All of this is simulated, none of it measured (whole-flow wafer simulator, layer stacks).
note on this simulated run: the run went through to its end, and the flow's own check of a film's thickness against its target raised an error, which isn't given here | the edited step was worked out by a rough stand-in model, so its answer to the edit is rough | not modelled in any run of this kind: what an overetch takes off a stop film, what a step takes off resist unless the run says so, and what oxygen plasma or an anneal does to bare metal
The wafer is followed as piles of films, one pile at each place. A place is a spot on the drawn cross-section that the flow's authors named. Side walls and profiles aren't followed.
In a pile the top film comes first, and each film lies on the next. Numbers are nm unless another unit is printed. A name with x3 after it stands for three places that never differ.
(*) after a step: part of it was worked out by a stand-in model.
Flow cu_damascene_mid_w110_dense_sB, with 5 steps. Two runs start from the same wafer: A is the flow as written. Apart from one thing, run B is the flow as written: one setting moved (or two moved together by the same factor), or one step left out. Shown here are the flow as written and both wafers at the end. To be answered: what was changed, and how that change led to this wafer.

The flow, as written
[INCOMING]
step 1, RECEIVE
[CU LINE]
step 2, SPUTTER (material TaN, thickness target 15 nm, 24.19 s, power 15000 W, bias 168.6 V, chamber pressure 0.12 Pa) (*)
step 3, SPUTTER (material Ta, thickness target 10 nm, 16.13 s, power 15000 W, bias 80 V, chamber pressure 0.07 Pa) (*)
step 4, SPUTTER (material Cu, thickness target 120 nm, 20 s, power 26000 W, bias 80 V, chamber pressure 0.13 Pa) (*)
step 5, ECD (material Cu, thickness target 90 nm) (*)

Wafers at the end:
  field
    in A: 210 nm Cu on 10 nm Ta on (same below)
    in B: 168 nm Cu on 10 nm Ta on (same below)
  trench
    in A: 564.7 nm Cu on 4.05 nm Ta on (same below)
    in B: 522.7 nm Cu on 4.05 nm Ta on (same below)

Cause: step 4, SPUTTER: thickness target 78 nm was run, while the flow as written has thickness target 120 nm; step 4, SPUTTER: 13 s was run, where the flow has 20 s.

How this came from the change, step by step:
  step 4, SPUTTER (material Cu, thickness target 120 nm, 20 s, power 26000 W, bias 80 V, chamber pressure 0.13 Pa) (*)
      field: A Cu gains 120 (new film) | B Cu gains 78 (new film)
      trench: A Cu gains 49.9 (new film) | B Cu gains 32.5 (new film)
  step 5, ECD (material Cu, thickness target 90 nm) (*)
      trench: A Cu gains 514.8 | B Cu gains 490.3
